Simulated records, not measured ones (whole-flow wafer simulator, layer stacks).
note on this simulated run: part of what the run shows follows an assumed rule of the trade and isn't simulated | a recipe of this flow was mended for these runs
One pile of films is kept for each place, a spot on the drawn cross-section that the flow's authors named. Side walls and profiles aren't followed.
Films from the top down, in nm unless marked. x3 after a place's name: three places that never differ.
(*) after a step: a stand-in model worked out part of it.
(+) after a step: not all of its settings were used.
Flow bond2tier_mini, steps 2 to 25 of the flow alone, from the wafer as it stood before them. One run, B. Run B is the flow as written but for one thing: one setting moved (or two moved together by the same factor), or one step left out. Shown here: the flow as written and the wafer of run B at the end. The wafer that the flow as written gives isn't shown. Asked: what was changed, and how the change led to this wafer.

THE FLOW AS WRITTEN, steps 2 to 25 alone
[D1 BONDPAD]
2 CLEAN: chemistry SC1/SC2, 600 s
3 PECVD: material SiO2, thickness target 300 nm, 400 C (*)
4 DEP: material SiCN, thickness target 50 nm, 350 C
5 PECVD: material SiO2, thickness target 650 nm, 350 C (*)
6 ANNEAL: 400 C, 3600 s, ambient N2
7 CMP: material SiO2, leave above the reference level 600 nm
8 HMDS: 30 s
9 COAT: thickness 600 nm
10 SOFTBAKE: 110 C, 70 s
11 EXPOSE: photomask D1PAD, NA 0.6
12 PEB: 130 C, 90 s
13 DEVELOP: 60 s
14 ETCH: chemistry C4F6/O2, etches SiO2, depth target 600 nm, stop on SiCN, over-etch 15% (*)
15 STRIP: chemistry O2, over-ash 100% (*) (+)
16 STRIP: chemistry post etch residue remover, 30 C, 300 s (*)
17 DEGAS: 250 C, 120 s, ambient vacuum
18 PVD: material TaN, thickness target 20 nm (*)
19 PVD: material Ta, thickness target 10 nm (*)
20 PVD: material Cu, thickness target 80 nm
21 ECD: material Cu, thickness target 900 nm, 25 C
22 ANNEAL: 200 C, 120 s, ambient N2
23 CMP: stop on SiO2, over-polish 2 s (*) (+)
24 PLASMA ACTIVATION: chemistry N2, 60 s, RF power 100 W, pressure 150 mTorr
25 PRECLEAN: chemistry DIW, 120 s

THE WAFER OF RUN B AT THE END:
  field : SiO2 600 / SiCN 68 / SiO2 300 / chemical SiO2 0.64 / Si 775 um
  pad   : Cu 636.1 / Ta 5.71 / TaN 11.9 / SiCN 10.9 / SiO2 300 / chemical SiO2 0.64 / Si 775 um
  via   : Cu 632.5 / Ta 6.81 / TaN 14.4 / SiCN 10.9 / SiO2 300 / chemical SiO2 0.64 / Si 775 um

The cause: step 4, DEP: thickness target 68 nm was run, where the flow has thickness target 50 nm; step 14, ETCH: depth target 816 nm was run, where the flow has depth target 600 nm.
It can be read off the wafer: field has SiCN 68, and step 4 as written asks for 50 nm.

How the change led to this, step by step:
  4 DEP: material SiCN, thickness target 50 nm, 350 C
      field, pad, via: SiCN +68 (new film) (as written it would be: SiCN +50 (new film))
  14 ETCH: chemistry C4F6/O2, etches SiO2, depth target 600 nm, stop on SiCN, over-etch 15% (*)
      pad, via: SiO2 -600 (all of it), SiCN -57.1 (as written it would be: SiO2 -600 (all of it), SiCN -15.2)
      field: thick-KrF-resist -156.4 (as written it would be: thick-KrF-resist -115)
  15 STRIP: chemistry O2, over-ash 100% (*) (+)
      field: thick-KrF-resist -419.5 (all of it) (as written it would be: thick-KrF-resist -460.9 (all of it))
  20 PVD: material Cu, thickness target 80 nm
      pad: Cu +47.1 (new film) (as written it would be: Cu +48.4 (new film))
      via: Cu +57 (new film) (as written it would be: Cu +59 (new film))
  21 ECD: material Cu, thickness target 900 nm, 25 C
      pad: Cu +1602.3 (as written it would be: Cu +1558.7)
      via: Cu +1588.9 (as written it would be: Cu +1544.3)
